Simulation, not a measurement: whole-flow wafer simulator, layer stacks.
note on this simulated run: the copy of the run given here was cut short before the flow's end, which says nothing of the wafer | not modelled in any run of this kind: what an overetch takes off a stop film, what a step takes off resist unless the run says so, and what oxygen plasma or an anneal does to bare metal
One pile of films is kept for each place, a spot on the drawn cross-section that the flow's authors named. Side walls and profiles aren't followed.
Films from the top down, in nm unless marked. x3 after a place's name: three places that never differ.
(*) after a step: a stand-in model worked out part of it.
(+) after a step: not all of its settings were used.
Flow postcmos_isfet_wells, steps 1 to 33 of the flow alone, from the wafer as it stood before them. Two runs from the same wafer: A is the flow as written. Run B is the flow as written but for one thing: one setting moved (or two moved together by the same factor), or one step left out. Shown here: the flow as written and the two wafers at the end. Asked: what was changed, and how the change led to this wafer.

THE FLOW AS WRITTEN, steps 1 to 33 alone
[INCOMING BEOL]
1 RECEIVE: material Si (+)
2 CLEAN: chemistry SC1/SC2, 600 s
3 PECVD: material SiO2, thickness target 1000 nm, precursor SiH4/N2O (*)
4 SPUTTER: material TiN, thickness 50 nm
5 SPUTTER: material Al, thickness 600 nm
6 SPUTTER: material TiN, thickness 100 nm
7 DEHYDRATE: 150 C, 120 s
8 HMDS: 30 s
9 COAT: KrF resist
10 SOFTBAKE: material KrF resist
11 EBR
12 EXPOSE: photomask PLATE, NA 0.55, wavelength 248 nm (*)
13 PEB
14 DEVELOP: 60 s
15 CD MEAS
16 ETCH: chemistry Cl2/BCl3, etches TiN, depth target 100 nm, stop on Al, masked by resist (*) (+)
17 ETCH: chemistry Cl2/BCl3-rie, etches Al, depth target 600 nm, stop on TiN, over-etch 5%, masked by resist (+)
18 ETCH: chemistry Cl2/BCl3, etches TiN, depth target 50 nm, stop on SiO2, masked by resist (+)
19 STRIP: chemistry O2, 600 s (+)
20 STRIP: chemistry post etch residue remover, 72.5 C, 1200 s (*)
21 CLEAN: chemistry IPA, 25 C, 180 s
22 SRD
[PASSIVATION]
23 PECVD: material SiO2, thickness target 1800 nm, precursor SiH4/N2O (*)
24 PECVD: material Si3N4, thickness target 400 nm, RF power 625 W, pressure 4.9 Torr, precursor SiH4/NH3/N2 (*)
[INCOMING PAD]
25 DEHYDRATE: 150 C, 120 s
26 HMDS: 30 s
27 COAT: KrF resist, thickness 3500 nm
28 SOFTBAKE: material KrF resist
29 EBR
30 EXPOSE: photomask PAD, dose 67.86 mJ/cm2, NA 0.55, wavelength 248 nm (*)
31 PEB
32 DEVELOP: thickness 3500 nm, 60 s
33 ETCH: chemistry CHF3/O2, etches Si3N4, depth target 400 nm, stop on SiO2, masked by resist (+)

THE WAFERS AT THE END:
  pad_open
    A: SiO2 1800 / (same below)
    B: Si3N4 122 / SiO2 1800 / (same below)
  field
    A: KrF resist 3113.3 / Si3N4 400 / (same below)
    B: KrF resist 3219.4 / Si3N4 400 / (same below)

The cause: step 33, ETCH: depth target 278 nm was run, where the flow has depth target 400 nm.

How the change led to this, step by step:
  33 ETCH: chemistry CHF3/O2, etches Si3N4, depth target 400 nm, stop on SiO2, masked by resist (+)
      pad_open: A Si3N4 -400 (all of it) | B Si3N4 -278
      field, margin x7: A KrF resist -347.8 | B KrF resist -241.7
